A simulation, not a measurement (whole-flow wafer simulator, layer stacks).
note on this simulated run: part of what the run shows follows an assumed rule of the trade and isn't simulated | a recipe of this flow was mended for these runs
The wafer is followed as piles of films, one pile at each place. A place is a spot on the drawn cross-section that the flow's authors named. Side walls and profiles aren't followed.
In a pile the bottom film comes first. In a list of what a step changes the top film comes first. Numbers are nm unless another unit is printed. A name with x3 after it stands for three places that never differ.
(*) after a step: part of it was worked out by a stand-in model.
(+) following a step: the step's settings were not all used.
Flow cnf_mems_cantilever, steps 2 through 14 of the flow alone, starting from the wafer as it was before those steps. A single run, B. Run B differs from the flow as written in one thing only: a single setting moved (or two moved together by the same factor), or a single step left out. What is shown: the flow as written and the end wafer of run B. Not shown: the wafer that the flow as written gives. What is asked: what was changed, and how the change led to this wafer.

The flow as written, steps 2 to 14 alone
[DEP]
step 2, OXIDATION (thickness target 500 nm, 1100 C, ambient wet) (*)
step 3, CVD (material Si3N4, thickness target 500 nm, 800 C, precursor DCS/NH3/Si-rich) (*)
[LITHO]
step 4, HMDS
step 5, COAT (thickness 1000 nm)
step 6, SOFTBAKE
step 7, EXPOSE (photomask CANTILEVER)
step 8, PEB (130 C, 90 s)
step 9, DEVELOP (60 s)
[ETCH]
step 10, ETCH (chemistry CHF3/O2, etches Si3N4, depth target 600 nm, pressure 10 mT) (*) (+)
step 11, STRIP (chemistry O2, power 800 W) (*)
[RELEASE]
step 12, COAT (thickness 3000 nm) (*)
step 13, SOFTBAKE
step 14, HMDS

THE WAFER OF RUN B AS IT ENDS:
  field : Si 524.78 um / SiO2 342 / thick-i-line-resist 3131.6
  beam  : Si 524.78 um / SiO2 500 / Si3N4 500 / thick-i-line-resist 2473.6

Cause: step 10, ETCH: depth target 816 nm was run, while the flow as written has depth target 600 nm.

Step by step, how the change led to this:
  step 10, ETCH (chemistry CHF3/O2, etches Si3N4, depth target 600 nm, pressure 10 mT) (*) (+)
      field: -500 Si3N4 (all of it), -158 SiO2 (it would be, as written: -500 Si3N4 (all of it), -50 SiO2)
      beam: -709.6 KrF-resist (it would be, as written: -521.7 KrF-resist)
  step 11, STRIP (chemistry O2, power 800 W) (*)
      beam: -273.1 KrF-resist (all of it) (it would be, as written: -460.9 KrF-resist (all of it))
  step 12, COAT (thickness 3000 nm) (*)
      beam: +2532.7 thick-i-line-resist (new film) (it would be, as written: +2607.6 thick-i-line-resist (new film))
  step 13, SOFTBAKE
      field: +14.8 thick-i-line-resist (it would be, as written: +11.9 thick-i-line-resist)
      beam: -59.1 thick-i-line-resist (it would be, as written: -47.6 thick-i-line-resist)
